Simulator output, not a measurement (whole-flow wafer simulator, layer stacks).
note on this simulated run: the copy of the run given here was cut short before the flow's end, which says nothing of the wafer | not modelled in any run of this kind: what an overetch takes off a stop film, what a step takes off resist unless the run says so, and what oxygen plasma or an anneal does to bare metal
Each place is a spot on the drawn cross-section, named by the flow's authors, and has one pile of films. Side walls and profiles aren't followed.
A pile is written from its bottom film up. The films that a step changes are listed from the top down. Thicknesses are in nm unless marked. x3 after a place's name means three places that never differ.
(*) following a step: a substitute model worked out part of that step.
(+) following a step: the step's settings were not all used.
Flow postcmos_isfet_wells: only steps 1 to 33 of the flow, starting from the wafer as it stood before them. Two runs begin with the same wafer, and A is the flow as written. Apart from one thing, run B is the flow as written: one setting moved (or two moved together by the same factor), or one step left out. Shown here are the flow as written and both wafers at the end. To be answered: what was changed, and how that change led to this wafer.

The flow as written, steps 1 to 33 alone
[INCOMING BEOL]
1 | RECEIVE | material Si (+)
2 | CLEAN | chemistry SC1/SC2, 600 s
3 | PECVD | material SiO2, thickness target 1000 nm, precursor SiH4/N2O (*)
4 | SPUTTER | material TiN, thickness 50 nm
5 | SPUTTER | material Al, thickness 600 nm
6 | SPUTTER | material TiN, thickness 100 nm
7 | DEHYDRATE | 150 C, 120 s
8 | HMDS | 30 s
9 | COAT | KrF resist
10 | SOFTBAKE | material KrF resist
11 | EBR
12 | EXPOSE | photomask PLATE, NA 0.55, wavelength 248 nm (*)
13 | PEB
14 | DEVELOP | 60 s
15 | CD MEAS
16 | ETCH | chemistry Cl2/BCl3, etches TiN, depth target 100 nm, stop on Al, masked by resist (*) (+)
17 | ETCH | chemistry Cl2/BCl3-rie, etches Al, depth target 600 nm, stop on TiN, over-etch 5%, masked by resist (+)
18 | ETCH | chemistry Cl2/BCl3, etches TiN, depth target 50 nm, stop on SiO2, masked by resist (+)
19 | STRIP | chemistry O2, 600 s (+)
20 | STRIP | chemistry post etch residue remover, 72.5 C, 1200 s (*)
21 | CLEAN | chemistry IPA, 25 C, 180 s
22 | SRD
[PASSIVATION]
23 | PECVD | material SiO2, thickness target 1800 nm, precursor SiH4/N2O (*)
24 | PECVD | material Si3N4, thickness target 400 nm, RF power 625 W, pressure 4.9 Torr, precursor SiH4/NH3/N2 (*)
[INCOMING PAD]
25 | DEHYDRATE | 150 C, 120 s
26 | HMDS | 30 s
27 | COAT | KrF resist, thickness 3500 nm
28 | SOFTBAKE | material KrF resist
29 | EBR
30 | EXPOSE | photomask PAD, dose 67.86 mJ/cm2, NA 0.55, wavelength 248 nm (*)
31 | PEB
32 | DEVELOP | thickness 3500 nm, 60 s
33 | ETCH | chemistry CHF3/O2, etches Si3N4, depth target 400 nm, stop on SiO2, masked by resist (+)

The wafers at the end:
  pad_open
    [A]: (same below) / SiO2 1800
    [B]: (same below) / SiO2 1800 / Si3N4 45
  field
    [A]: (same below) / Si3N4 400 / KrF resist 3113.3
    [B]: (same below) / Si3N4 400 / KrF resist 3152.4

What caused this: step 33, ETCH: depth target 355 nm was run, though the flow has depth target 400 nm.

Step by step, how the change led to this:
  33 | ETCH | chemistry CHF3/O2, etches Si3N4, depth target 400 nm, stop on SiO2, masked by resist (+)
      pad_open: A Si3N4 loses 400 (all of it) | B Si3N4 loses 355
      field, margin x7: A KrF resist loses 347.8 | B KrF resist loses 308.7
